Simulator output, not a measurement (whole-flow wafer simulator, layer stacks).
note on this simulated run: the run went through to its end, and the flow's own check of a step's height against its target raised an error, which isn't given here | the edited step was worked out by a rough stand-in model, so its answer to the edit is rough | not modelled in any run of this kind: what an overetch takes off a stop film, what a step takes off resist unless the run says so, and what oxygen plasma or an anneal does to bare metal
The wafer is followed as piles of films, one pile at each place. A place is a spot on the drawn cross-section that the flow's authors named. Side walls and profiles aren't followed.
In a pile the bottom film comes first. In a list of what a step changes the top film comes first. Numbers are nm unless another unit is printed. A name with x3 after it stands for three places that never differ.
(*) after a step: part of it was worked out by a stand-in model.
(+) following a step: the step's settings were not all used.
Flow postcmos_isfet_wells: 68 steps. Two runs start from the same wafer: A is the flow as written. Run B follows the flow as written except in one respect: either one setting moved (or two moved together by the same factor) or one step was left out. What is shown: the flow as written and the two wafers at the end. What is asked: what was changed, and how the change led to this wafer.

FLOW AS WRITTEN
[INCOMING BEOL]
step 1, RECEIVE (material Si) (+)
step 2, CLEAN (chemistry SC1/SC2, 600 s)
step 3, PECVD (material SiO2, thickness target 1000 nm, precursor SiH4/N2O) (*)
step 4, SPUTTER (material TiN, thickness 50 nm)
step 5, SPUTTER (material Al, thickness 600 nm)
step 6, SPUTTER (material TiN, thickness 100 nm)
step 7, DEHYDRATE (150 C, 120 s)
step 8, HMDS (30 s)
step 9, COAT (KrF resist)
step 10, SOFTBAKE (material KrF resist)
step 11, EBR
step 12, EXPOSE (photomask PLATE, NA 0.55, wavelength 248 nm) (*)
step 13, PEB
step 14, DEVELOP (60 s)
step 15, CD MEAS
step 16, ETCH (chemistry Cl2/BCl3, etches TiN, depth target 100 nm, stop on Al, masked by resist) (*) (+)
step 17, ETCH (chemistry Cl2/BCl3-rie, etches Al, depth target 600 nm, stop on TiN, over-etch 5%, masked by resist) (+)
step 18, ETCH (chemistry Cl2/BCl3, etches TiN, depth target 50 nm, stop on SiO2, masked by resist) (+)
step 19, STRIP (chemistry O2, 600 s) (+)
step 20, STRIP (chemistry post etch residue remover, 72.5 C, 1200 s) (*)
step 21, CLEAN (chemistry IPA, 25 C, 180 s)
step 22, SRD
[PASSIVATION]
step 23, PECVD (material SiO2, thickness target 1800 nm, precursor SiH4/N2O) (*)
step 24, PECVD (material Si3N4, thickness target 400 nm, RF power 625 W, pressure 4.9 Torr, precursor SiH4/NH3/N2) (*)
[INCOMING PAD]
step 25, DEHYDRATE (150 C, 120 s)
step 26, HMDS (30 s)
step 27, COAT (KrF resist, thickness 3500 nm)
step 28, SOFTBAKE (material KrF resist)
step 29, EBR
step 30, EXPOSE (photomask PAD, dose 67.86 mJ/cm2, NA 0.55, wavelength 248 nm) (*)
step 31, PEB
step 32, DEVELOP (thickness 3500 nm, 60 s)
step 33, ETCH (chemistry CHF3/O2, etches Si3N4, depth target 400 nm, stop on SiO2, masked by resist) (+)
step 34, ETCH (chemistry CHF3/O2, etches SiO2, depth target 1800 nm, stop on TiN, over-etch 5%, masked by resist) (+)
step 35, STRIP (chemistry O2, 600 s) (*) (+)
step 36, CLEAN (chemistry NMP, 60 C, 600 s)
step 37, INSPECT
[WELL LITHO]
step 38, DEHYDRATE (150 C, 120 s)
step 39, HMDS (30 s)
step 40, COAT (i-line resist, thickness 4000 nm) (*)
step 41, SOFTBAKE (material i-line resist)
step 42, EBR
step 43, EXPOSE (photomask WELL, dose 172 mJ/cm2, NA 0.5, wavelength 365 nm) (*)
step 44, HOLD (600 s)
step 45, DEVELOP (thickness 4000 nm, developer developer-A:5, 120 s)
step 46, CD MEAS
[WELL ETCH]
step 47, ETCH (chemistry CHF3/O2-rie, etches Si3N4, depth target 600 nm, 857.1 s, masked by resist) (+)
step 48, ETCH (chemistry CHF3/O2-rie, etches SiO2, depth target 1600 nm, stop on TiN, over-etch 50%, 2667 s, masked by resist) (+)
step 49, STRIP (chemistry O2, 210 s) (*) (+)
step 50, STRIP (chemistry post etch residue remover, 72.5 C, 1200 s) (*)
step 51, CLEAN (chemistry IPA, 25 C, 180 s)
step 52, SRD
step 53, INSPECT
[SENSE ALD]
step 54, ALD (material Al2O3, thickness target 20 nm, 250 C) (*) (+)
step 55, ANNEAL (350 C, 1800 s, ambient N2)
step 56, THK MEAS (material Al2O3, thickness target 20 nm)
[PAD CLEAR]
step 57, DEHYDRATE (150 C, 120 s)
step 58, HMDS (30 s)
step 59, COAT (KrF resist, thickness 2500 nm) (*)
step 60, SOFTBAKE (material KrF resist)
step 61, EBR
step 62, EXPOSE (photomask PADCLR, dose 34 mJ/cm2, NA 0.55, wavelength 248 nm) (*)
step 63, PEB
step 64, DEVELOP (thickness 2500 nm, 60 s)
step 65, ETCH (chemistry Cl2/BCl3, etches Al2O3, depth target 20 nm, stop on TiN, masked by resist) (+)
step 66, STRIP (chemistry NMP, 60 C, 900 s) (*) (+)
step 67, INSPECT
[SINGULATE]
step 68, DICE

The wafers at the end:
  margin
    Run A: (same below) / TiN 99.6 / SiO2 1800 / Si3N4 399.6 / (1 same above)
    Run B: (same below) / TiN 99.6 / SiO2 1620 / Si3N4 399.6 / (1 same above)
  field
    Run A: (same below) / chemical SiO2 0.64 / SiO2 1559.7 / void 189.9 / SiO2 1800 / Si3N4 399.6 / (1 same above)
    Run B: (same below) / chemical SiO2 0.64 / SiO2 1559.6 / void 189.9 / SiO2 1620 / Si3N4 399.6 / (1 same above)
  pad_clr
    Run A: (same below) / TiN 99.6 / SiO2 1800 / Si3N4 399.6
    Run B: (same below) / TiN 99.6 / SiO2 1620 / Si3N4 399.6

The reason: step 23, PECVD: thickness target 1620 nm was run, while the flow as written has thickness target 1800 nm.
The wafer itself shows it: margin has SiO2 1620, and step 23 as written asks for 1800 nm.

How this came from the change, step by step:
  step 23, PECVD (material SiO2, thickness target 1800 nm, precursor SiH4/N2O) (*)
      margin, well900, well1300 x3, pad_rim, pad_clr, pad_open: A +1800 SiO2 (new film) | B +1620 SiO2 (new film)
      field: A +1800 SiO2 (new film), +189.9 void (new film), +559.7 SiO2 | B +1620 SiO2 (new film), +189.9 void (new film), +559.6 SiO2
  step 34, ETCH (chemistry CHF3/O2, etches SiO2, depth target 1800 nm, stop on TiN, over-etch 5%, masked by resist) (+)
      field, margin, well900, well1300 x3, pad_rim, pad_clr: A -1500 KrF resist | B -1417.5 KrF resist
      pad_open: A -1800 SiO2 (all of it) | B -1620 SiO2 (all of it)
  step 35, STRIP (chemistry O2, 600 s) (*) (+)
      field, margin, well900, well1300 x3, pad_rim, pad_clr: A -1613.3 KrF resist (all of it) | B -1695.8 KrF resist (all of it)
  step 41, SOFTBAKE (material i-line resist)
      pad_clr: A -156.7 i-line resist | B -138.8 i-line resist
      pad_open: A +115.3 i-line resist | B +107.3 i-line resist
  step 48, ETCH (chemistry CHF3/O2-rie, etches SiO2, depth target 1600 nm, stop on TiN, over-etch 50%, 2667 s, masked by resist) (+)
      well900, well1300 x3: A -1600 SiO2 (all of it) | B -1420 SiO2 (all of it)
  step 49, STRIP (chemistry O2, 210 s) (*) (+)
      pad_clr: A -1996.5 i-line resist (all of it) | B -2070.6 i-line resist (all of it)
  step 59, COAT (KrF resist, thickness 2500 nm) (*)
      field: A +1449 KrF resist (new film) | B +1535 KrF resist (new film)
      margin: A +1448.9 KrF resist (new film) | B +1534.9 KrF resist (new film)
      (and at 2 other places as well)
  step 63, PEB
      field, margin: A -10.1 KrF resist | B -10.7 KrF resist
  step 64, DEVELOP (thickness 2500 nm, 60 s)
      pad_clr: A -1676 KrF resist (all of it) | B -1736.2 KrF resist (all of it)
  step 66, STRIP (chemistry NMP, 60 C, 900 s) (*) (+)
      field: A -1400.1 KrF resist (all of it) | B -1485.5 KrF resist (all of it)
      margin: A -1400.1 KrF resist (all of it) | B -1485.4 KrF resist (all of it)
      (and at 1 other place as well)
